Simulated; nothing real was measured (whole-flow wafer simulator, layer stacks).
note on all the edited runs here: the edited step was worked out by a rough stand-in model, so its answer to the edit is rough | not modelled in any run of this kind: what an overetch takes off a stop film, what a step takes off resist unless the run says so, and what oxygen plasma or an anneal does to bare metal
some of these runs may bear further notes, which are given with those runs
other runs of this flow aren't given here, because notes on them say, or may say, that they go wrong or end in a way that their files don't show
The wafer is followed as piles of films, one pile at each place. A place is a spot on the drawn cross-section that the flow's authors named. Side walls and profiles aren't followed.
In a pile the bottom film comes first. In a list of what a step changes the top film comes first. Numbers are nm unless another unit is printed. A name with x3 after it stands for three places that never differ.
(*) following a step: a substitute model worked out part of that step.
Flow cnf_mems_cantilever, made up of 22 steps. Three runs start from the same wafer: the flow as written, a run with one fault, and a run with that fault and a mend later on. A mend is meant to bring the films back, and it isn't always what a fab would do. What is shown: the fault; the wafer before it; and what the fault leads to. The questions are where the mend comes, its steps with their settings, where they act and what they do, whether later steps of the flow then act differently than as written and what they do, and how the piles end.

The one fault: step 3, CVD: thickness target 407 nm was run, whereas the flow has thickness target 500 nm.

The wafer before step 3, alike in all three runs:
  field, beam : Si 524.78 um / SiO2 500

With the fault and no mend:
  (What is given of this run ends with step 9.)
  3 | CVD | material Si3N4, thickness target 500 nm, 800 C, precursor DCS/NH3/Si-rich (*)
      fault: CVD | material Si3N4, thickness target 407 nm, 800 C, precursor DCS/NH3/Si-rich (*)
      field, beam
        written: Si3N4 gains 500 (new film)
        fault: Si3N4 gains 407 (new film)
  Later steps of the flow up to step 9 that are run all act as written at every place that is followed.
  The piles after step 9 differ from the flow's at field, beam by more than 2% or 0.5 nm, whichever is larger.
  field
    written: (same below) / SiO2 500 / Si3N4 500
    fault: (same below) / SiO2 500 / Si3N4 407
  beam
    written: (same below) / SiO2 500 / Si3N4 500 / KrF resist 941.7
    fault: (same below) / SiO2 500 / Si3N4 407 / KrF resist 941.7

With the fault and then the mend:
  The mend follows step 3.
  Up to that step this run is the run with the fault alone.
  3a | ETCH | chemistry h3po4, depth target 468.1 nm
      field, beam
        Si3N4 loses 407 (all of it)
  3b | CLEAN | chemistry SC1/SC2 (the flow's step 1 again)
      does not change any film at any place that is followed
  3c | CVD | material Si3N4, thickness target 500 nm, 800 C, precursor DCS/NH3/Si-rich (*) (the flow's step 3 again)
      field, beam
        Si3N4 gains 500 (new film)
  Later steps of the flow that are run all act as written at every place that is followed.
  At every place that both follow, the piles at the end match the flow's.
